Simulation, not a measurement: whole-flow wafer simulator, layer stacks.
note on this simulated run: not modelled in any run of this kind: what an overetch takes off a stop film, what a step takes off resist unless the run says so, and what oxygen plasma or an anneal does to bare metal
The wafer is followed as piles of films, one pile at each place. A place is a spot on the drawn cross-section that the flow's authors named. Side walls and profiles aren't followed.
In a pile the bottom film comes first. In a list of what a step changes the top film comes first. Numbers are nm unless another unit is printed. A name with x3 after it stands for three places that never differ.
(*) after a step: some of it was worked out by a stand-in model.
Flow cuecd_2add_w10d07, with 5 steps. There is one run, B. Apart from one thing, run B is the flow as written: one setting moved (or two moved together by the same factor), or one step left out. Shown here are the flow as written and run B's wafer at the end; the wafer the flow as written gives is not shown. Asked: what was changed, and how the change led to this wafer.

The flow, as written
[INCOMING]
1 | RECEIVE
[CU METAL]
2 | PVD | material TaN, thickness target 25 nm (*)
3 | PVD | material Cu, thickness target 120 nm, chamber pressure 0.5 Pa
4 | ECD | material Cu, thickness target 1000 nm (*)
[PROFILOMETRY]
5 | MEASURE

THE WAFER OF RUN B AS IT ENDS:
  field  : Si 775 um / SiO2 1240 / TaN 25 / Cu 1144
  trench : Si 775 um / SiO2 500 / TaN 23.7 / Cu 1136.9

The reason: step 3, PVD: thickness target 144 nm was run, though the flow has thickness target 120 nm.

How this came from the change, step by step:
  3 | PVD | material Cu, thickness target 120 nm, chamber pressure 0.5 Pa
      field: +144 Cu (new film) (it would be, as written: +120 Cu (new film))
      trench: +136.9 Cu (new film) (it would be, as written: +114 Cu (new film))
